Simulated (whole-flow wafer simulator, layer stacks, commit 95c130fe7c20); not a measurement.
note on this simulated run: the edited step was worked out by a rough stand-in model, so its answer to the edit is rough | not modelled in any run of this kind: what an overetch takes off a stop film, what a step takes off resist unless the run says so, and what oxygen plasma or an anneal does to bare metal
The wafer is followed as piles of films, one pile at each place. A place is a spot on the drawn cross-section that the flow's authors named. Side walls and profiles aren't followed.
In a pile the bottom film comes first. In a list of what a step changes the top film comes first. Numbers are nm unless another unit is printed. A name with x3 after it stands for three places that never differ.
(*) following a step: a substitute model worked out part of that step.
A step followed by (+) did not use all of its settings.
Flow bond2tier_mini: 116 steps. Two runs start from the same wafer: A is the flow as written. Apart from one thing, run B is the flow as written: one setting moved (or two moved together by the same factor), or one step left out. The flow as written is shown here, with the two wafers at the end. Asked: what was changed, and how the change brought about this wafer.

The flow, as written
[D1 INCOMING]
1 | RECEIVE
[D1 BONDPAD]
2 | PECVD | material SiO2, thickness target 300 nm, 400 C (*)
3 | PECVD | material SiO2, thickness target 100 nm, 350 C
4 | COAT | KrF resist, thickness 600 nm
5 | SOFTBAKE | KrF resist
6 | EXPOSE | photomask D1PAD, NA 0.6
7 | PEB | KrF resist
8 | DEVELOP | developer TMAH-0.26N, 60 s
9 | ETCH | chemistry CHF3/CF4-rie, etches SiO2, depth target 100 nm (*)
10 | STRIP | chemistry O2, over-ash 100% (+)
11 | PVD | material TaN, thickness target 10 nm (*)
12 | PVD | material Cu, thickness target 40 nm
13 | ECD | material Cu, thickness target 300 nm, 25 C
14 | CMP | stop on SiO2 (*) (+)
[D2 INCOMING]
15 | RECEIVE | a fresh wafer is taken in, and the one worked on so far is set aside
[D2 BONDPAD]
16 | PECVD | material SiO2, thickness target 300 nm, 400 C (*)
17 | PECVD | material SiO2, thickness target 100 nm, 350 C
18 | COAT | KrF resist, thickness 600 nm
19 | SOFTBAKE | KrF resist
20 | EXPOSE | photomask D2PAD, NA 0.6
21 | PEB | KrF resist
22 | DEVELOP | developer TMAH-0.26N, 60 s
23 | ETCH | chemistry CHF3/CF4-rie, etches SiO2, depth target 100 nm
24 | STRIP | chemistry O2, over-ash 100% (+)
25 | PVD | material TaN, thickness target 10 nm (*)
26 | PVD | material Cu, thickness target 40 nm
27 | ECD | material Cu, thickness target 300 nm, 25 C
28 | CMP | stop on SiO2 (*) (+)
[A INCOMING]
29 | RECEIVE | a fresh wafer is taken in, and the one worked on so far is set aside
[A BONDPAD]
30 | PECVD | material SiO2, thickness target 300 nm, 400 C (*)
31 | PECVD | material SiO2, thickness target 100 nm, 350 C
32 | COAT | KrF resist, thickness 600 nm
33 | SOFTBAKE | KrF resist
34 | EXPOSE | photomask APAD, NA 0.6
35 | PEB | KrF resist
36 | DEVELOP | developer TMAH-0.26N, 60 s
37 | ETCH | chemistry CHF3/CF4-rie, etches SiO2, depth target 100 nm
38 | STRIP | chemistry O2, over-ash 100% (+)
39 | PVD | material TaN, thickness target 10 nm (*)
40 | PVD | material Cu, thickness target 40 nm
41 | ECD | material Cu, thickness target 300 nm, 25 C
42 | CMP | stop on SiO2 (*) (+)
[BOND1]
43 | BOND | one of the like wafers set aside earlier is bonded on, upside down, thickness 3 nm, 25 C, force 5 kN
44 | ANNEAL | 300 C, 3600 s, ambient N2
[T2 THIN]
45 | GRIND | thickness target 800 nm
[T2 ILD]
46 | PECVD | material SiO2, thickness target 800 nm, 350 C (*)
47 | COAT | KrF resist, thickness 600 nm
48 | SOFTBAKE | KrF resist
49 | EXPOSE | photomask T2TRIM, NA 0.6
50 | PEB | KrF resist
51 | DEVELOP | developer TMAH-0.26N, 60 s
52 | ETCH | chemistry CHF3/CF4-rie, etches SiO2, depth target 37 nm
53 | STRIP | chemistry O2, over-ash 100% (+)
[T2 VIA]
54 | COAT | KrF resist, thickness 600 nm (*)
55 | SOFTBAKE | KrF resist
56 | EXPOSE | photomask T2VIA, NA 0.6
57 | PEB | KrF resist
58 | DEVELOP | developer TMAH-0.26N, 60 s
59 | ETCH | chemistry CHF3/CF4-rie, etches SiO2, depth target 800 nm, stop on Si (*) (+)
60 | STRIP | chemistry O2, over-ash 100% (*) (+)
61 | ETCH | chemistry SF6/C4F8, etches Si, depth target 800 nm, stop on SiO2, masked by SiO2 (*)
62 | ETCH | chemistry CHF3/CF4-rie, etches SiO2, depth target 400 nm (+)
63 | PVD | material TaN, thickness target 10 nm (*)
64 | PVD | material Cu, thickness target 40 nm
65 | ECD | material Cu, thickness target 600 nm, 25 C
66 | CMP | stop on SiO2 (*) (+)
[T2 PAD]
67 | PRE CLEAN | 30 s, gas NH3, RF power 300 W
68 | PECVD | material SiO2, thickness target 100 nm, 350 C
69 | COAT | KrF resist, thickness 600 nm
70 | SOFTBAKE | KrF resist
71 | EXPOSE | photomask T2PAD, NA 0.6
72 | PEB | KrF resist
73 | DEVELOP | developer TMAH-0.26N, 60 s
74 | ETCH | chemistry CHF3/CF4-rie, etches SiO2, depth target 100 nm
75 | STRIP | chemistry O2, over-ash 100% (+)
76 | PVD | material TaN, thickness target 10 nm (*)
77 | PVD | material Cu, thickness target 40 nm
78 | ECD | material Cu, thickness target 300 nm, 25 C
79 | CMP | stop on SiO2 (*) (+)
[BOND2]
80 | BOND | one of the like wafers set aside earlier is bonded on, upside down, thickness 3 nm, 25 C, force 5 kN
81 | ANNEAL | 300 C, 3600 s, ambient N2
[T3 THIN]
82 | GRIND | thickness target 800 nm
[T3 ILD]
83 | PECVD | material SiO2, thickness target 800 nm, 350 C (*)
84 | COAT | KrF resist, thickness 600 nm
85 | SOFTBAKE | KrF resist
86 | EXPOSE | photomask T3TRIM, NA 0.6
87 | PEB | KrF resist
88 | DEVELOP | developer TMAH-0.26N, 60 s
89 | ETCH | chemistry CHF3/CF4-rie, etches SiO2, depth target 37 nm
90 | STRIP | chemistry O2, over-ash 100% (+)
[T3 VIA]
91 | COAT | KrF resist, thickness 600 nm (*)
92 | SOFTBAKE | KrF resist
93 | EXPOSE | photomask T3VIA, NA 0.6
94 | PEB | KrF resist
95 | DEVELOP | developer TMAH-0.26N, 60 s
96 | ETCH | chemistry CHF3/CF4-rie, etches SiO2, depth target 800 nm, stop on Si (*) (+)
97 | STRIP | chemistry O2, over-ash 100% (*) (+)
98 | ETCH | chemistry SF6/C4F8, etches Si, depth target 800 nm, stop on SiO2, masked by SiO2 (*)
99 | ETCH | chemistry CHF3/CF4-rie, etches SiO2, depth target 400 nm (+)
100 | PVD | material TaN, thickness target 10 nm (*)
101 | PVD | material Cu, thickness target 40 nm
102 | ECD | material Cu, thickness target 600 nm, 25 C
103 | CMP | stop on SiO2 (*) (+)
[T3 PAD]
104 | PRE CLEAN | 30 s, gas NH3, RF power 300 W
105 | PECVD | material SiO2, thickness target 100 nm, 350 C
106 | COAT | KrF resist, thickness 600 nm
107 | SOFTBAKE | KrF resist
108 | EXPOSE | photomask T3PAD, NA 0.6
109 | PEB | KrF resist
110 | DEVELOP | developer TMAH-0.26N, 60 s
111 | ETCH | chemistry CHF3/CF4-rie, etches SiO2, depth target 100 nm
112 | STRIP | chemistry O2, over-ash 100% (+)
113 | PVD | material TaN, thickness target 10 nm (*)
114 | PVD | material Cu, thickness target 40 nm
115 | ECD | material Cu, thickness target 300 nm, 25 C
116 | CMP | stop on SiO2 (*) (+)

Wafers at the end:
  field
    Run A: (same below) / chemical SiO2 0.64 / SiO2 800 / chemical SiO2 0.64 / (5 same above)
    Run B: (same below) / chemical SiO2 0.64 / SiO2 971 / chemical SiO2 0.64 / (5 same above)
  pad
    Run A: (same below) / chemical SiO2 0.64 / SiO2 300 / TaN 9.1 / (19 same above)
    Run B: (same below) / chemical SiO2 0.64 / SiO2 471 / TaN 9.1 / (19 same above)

What caused this: step 30, PECVD: thickness target 471 nm was run, though the flow has thickness target 300 nm.
The wafer lets one read it off: pad has SiO2 471, and step 30 as written asks for 300 nm.

How this came from the change, step by step:
  30 | PECVD | material SiO2, thickness target 300 nm, 400 C (*)
      field, pad, via: A SiO2 gains 300 (new film) | B SiO2 gains 471 (new film)
